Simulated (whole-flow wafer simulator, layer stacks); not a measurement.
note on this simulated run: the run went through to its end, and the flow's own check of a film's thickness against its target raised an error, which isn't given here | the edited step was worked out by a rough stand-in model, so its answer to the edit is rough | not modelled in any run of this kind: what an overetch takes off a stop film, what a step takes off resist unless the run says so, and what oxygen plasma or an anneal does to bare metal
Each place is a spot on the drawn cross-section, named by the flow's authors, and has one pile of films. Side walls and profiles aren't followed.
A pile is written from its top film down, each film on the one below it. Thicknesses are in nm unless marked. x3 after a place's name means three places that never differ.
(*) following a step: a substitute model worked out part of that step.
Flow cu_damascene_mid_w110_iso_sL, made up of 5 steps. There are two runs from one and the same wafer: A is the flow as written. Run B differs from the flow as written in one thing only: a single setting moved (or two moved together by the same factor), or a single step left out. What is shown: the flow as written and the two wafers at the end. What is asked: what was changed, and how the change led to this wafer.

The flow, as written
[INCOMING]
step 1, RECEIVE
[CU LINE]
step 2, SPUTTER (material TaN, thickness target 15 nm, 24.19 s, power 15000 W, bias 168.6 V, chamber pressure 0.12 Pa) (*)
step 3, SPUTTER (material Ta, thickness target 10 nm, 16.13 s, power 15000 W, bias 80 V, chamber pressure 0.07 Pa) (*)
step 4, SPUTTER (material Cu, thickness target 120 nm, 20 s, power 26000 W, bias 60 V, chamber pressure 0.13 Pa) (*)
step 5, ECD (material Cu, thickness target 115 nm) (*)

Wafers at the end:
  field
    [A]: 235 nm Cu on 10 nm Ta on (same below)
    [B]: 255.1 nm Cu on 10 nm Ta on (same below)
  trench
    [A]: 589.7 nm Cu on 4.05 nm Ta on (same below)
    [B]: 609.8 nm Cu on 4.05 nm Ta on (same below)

The reason: step 5, ECD: thickness target 135.1 nm was run, while the flow as written has thickness target 115 nm.

The path from the change to this, step by step:
  step 5, ECD (material Cu, thickness target 115 nm) (*)
      field: A Cu gains 115 | B Cu gains 135.1
      trench: A Cu gains 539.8 | B Cu gains 559.9
